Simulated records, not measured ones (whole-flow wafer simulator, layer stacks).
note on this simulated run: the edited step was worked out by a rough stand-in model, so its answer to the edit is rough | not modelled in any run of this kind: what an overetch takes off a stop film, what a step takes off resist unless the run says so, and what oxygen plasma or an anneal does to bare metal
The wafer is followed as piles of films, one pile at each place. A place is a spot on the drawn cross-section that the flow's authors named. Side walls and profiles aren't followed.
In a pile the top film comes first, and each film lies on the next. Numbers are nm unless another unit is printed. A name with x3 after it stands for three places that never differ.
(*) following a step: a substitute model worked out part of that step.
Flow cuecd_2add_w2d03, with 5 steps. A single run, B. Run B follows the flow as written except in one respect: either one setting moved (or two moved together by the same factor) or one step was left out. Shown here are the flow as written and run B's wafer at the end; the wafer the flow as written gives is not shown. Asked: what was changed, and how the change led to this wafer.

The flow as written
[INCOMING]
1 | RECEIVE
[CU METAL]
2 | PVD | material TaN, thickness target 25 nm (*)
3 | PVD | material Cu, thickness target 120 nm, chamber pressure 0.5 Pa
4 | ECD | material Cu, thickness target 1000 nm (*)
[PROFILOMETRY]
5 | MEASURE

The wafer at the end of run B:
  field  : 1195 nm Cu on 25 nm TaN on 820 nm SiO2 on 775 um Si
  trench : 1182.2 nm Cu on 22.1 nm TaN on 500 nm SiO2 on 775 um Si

The reason: step 4, ECD: thickness target 1075 nm was run, whereas the flow has thickness target 1000 nm.

Step by step, how the change led to this:
  4 | ECD | material Cu, thickness target 1000 nm (*)
      field, trench: Cu gains 1075 (as written it would have been: Cu gains 1000)
